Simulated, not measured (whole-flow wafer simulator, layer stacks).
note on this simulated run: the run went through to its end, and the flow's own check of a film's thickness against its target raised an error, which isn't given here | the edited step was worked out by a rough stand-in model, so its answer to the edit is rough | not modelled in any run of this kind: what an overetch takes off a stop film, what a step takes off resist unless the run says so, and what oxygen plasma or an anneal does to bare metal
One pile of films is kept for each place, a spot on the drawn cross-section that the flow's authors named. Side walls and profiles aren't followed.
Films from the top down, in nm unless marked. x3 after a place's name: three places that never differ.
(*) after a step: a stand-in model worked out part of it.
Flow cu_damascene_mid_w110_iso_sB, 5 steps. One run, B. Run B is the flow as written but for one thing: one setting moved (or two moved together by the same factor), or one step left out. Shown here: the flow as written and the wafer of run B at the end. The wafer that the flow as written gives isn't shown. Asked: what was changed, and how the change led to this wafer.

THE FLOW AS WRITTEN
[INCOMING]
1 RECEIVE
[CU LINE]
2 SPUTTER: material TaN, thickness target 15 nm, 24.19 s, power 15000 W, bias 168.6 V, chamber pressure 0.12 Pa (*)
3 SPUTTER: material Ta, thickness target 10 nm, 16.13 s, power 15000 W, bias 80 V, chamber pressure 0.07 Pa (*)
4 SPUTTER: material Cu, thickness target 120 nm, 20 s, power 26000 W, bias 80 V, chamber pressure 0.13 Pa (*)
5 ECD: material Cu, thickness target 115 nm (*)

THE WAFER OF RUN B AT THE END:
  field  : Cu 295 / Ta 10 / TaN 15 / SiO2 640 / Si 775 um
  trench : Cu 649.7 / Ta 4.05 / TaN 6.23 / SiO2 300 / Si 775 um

The cause: step 4, SPUTTER: thickness target 180 nm was run, where the flow has thickness target 120 nm; step 4, SPUTTER: 30 s was run, where the flow has 20 s.

How the change led to this, step by step:
  4 SPUTTER: material Cu, thickness target 120 nm, 20 s, power 26000 W, bias 80 V, chamber pressure 0.13 Pa (*)
      field: Cu +180 (new film) (as written it would be: Cu +120 (new film))
      trench: Cu +74.9 (new film) (as written it would be: Cu +49.9 (new film))
  5 ECD: material Cu, thickness target 115 nm (*)
      trench: Cu +574.8 (as written it would be: Cu +539.8)
